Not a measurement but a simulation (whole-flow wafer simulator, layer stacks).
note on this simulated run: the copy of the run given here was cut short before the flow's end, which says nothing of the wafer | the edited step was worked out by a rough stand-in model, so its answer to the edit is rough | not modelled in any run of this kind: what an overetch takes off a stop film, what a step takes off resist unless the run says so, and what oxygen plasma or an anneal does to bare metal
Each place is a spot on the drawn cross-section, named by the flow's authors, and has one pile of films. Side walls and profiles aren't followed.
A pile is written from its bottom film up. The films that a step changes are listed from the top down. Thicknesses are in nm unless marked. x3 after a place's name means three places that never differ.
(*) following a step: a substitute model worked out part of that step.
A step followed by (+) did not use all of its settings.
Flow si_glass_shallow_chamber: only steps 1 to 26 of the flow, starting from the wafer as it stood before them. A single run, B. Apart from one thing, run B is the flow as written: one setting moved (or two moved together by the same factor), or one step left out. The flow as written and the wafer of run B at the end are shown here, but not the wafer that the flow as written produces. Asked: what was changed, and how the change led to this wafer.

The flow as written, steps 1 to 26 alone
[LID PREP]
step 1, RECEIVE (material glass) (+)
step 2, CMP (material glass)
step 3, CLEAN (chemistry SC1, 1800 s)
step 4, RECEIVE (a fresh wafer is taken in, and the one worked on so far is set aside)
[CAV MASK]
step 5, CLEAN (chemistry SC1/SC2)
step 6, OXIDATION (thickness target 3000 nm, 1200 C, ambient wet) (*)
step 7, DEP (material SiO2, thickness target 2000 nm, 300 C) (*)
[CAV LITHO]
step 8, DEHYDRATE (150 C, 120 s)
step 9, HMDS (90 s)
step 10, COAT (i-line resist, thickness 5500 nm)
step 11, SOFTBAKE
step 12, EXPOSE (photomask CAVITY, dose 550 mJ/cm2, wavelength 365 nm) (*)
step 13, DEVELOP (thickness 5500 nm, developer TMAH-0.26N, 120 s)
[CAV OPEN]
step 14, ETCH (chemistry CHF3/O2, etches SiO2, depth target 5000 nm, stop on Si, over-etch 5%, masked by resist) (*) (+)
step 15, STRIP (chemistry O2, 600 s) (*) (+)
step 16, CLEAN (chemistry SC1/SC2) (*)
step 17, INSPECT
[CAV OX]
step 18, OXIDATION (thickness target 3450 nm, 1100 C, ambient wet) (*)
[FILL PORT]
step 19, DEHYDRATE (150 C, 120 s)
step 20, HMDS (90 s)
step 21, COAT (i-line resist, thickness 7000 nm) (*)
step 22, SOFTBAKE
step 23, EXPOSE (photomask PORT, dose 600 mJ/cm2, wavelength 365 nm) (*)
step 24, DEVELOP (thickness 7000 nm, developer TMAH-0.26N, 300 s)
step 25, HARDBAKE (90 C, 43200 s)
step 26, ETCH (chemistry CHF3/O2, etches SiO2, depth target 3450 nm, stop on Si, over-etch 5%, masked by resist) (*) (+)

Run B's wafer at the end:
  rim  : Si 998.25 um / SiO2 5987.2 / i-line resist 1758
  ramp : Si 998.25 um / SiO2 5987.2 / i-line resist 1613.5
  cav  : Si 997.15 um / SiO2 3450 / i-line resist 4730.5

Cause: step 6, OXIDATION: thickness target 2850 nm was run, though the flow has thickness target 3000 nm.

The path from the change to this, step by step:
  step 6, OXIDATION (thickness target 3000 nm, 1200 C, ambient wet) (*)
      rim, ramp, cav, port, septum, ring: +2850 SiO2 (new film), -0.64 chemical SiO2 (all of it), -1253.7 Si (it would be, as written: +3000 SiO2 (new film), -0.64 chemical SiO2 (all of it), -1319.7 Si)
  step 14, ETCH (chemistry CHF3/O2, etches SiO2, depth target 5000 nm, stop on Si, over-etch 5%, masked by resist) (*) (+)
      rim, ramp, septum, ring: -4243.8 i-line resist (it would be, as written: -4375 i-line resist)
      cav, port: -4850 SiO2 (all of it), -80 Si (it would be, as written: -5000 SiO2 (all of it), -50 Si)
  step 15, STRIP (chemistry O2, 600 s) (*) (+)
      rim, ramp, septum, ring: -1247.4 i-line resist (all of it) (it would be, as written: -1116.2 i-line resist (all of it))
  step 18, OXIDATION (thickness target 3450 nm, 1100 C, ambient wet) (*)
      rim, ramp, septum, ring: +1137.2 SiO2, -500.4 Si (it would be, as written: +1109.8 SiO2, -488.3 Si)
  step 22, SOFTBAKE
      rim: -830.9 i-line resist (it would be, as written: -849 i-line resist)
      ramp: -422 i-line resist (it would be, as written: -434.5 i-line resist)
      (and at 1 other place as well)
  step 25, HARDBAKE (90 C, 43200 s)
      rim: -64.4 i-line resist (it would be, as written: -62.5 i-line resist)
      ramp: -59.2 i-line resist (it would be, as written: -57.1 i-line resist)
